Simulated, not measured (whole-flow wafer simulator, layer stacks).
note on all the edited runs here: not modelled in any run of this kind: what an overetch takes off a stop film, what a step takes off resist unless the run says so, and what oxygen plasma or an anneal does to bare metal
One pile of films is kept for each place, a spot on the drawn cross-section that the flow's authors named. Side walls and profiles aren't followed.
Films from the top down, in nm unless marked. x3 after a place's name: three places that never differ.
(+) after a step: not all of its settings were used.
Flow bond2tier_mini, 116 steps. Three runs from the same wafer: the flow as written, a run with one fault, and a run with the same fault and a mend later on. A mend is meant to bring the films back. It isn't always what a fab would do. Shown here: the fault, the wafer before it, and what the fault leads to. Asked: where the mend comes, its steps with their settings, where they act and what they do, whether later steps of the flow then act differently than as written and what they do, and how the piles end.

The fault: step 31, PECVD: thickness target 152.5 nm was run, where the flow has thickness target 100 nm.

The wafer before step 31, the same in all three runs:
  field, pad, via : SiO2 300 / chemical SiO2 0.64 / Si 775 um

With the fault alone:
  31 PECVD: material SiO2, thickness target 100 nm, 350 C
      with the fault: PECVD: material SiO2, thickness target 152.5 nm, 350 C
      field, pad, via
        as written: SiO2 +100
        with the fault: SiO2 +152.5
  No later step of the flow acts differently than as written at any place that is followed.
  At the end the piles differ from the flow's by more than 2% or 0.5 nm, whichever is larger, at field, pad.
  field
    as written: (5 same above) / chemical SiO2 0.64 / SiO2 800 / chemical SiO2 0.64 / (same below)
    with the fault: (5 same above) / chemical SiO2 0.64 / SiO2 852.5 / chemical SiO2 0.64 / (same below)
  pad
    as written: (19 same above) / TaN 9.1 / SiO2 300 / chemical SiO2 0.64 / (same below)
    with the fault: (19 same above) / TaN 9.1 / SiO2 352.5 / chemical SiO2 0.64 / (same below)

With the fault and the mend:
  The mend comes after step 36.
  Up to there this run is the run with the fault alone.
  36a STRIP: chemistry O2, over-ash 100% (+)
      field
        KrF resist -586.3 (all of it)
  36b ETCH: chemistry CHF3/CF4-rie, etches SiO2, depth target 52.5 nm
      field, pad, via
        SiO2 -52.5
  36c COAT: KrF resist, thickness 600 nm (the flow's step 32 once more)
      field, pad, via
        KrF resist +600 (new film)
  36d SOFTBAKE: KrF resist (the flow's step 33 once more)
      changes no film at any place that is followed
  36e EXPOSE: photomask APAD, NA 0.6 (the flow's step 34 once more)
      changes no film at any place that is followed
  36f PEB: KrF resist (the flow's step 35 once more)
      changes no film at any place that is followed
  36g DEVELOP: developer TMAH-0.26N, 60 s (the flow's step 36 once more)
      pad, via
        KrF resist -600 (all of it)
      field
        KrF resist -13.7
  No later step of the flow acts differently than as written at any place that is followed.
  At the end the piles are the same as the flow's at every place that both follow.
